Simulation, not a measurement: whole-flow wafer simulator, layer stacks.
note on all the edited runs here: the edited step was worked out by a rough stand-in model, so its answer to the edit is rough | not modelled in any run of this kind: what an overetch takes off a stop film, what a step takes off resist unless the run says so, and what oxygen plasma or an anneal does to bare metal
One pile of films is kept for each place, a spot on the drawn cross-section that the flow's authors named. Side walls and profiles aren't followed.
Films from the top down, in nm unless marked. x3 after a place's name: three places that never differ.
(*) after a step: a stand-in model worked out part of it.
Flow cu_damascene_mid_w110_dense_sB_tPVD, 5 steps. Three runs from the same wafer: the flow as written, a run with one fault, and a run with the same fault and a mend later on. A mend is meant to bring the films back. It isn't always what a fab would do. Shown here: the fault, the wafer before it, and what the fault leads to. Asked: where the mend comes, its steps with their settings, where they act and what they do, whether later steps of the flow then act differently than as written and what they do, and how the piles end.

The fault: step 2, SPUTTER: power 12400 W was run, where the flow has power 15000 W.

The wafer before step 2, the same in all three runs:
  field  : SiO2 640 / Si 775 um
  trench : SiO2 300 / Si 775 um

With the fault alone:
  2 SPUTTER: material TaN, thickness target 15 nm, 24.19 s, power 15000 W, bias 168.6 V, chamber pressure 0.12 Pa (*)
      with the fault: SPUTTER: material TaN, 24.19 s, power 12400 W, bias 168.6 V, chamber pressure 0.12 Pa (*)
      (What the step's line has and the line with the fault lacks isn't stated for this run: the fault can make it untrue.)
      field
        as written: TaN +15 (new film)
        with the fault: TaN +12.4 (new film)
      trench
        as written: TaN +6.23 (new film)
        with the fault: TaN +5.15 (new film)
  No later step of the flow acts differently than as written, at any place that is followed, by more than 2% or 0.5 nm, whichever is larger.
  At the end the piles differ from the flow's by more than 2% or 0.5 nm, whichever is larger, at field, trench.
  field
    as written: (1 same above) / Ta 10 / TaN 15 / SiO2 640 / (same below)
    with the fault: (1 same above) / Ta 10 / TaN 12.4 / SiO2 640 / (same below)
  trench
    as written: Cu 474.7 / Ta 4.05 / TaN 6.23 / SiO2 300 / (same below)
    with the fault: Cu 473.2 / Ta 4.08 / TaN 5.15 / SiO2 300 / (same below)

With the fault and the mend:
  The mend comes after step 2.
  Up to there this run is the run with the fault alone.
  2a SPUTTER: material TaN, thickness target 2.6 nm, 4.197 s, power 15000 W, bias 168.6 V, chamber pressure 0.12 Pa (*) (the flow's step 2 once more, with other settings)
      field
        TaN +2.6
      trench
        TaN +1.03
  No later step of the flow acts differently than as written, at any place that is followed, by more than 2% or 0.5 nm, whichever is larger.
  At the end the piles differ from the flow's only slightly at the places that both follow, by at most 2% or 0.5 nm, whichever is larger.
